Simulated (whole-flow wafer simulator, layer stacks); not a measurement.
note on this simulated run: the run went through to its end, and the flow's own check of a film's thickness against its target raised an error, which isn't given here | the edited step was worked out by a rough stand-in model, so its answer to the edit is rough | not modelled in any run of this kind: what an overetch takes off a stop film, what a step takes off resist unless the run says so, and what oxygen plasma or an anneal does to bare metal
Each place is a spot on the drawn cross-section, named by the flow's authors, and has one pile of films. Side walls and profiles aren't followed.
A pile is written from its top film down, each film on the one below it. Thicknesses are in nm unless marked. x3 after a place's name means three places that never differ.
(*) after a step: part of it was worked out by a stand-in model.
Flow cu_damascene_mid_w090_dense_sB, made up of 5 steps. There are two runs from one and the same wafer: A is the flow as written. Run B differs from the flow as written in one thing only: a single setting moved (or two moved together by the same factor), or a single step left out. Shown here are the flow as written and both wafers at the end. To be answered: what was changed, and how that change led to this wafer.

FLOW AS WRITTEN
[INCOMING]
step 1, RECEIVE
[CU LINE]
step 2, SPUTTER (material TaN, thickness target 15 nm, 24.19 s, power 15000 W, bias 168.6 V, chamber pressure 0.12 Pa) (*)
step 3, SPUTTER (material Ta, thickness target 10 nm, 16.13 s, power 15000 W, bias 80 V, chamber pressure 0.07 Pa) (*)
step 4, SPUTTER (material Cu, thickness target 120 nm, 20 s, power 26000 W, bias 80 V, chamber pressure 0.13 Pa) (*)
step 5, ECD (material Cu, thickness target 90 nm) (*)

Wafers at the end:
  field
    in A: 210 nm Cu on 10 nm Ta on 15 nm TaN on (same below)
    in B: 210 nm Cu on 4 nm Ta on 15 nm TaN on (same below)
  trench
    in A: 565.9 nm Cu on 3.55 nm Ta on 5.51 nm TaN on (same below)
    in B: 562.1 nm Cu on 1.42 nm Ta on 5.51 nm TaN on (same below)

The reason: step 3, SPUTTER: thickness target 4 nm was run, while the flow as written has thickness target 10 nm; step 3, SPUTTER: 6.45 s was run, where the flow has 16.13 s.
One can read it off the wafer: field has Ta 4, and step 3 as written asks for 10 nm.

The path from the change to this, step by step:
  step 3, SPUTTER (material Ta, thickness target 10 nm, 16.13 s, power 15000 W, bias 80 V, chamber pressure 0.07 Pa) (*)
      field: A +10 Ta (new film) | B +4 Ta (new film)
      trench: A +3.55 Ta (new film) | B +1.42 Ta (new film)
  step 4, SPUTTER (material Cu, thickness target 120 nm, 20 s, power 26000 W, bias 80 V, chamber pressure 0.13 Pa) (*)
      trench: A +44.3 Cu (new film) | B +45.3 Cu (new film)
